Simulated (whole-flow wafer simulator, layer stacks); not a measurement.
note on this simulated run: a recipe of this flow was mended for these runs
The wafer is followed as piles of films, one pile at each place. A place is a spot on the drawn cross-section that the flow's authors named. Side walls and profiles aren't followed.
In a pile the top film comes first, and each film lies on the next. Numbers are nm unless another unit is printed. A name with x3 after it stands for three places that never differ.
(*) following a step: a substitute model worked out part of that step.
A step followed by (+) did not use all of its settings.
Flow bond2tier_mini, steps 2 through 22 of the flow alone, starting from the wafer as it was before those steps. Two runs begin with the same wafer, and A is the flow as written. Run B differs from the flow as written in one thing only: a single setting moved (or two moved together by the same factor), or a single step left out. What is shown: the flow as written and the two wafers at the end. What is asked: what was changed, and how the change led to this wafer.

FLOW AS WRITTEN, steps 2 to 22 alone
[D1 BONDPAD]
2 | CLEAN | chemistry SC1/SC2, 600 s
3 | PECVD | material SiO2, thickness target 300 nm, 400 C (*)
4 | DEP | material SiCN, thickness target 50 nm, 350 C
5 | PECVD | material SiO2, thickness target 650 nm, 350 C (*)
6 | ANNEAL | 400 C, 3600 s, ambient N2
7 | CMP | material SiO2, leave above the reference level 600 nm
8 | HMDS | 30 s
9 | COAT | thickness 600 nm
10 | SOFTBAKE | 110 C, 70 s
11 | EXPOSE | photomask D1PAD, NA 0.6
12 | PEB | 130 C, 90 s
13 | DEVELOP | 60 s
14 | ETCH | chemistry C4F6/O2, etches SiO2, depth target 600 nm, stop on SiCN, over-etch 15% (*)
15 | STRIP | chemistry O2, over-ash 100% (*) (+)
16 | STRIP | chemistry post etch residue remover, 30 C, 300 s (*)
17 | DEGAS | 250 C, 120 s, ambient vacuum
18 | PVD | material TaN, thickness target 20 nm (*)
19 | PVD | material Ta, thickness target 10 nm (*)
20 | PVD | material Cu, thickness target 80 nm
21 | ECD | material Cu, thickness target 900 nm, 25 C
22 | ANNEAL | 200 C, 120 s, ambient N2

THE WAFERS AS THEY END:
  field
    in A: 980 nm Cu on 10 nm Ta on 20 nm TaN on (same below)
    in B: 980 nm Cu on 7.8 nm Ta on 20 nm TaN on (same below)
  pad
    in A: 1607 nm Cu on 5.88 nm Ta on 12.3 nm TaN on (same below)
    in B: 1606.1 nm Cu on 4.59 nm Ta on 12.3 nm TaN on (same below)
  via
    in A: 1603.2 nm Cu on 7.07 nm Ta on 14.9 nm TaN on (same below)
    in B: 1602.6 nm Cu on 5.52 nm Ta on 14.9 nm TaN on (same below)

What caused this: step 19, PVD: thickness target 7.8 nm was run, whereas the flow has thickness target 10 nm.
One can read it off the wafer: field has Ta 7.8, and step 19 as written asks for 10 nm.

How this came from the change, step by step:
  19 | PVD | material Ta, thickness target 10 nm (*)
      field: A +10 Ta (new film) | B +7.8 Ta (new film)
      pad: A +5.88 Ta (new film) | B +4.59 Ta (new film)
      (also at 1 further place)
